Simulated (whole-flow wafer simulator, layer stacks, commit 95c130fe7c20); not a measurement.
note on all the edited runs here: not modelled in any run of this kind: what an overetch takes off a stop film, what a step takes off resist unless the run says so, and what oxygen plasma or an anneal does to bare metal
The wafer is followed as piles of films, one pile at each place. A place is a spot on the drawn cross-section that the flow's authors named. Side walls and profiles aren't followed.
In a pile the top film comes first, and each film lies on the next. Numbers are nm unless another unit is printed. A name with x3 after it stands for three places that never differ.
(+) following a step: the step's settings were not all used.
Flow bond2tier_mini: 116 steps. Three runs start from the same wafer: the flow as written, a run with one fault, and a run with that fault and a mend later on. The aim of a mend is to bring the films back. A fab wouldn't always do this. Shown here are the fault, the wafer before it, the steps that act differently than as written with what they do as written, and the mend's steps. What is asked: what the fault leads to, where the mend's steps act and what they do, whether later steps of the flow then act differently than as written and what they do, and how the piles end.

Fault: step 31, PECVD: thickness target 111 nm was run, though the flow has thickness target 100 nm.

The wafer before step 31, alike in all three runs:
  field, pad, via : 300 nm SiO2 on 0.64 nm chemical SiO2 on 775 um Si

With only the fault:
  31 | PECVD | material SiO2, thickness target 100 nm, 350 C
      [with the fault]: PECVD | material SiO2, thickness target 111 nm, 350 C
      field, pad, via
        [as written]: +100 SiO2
        [with the fault]: +111 SiO2
  Later steps of the flow that are run all act as written at every place that is followed.
  At pad, the piles at the end differ from the flow's by more than 2% or 0.5 nm, whichever is larger.
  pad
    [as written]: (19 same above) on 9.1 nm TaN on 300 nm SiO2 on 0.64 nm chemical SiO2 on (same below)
    [with the fault]: (19 same above) on 9.1 nm TaN on 311 nm SiO2 on 0.64 nm chemical SiO2 on (same below)

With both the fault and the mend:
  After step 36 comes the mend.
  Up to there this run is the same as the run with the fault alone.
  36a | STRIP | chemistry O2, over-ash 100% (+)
      field
        -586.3 KrF resist (all of it)
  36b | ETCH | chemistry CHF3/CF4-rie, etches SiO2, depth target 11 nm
      field, pad, via
        -11 SiO2
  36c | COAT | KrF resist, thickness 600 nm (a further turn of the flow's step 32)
      field, pad, via
        +600 KrF resist (new film)
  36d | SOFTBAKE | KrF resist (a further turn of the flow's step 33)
      alters no film at any place that is followed
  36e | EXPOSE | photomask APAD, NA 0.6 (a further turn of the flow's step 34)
      alters no film at any place that is followed
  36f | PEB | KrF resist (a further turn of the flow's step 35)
      alters no film at any place that is followed
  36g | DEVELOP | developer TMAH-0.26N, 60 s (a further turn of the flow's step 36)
      pad, via
        -600 KrF resist (all of it)
      field
        -13.7 KrF resist
  Later steps of the flow that are run all act as written at every place that is followed.
  By the end, the piles equal the flow's at every place that both follow.
